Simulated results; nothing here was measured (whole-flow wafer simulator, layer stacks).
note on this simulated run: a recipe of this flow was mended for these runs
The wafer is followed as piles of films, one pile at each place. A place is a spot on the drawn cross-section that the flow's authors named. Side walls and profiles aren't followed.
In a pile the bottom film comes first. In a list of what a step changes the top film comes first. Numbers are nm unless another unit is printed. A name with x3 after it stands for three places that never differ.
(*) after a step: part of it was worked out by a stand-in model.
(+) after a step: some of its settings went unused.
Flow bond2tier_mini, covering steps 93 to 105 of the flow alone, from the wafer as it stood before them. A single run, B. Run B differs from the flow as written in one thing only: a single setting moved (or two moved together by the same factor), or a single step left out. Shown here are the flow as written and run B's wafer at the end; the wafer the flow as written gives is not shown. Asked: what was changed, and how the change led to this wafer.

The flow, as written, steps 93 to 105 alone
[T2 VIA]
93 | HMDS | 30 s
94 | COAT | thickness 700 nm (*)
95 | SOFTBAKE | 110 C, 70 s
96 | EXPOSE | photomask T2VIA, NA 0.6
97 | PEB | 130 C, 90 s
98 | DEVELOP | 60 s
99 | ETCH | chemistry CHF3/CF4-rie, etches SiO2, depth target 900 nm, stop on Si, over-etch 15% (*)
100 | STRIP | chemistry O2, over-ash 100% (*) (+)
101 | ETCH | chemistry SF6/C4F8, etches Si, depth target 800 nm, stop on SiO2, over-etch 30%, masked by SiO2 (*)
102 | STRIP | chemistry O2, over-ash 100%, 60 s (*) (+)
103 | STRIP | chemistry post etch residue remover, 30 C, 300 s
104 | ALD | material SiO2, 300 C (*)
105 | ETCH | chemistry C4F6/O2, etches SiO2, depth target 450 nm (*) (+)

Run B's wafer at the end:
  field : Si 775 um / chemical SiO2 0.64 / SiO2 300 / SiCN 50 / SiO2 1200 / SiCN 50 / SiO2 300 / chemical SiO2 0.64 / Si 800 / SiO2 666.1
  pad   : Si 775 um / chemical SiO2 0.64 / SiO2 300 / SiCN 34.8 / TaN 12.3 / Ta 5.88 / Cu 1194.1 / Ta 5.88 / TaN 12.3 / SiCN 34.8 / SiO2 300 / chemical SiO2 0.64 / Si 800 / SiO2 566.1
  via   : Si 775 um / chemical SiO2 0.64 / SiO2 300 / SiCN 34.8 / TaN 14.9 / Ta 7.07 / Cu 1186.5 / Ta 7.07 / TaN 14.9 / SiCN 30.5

The reason: step 105, ETCH: depth target 373.6 nm was run, whereas the flow has depth target 450 nm.

How this came from the change, step by step:
  105 | ETCH | chemistry C4F6/O2, etches SiO2, depth target 450 nm (*) (+)
      field, pad: -373.6 SiO2 (in the flow as written it would be: -450 SiO2)
      via: -348.1 SiO2 (all of it), -4.29 SiCN (in the flow as written it would be: -348.1 SiO2 (all of it), -17.2 SiCN)
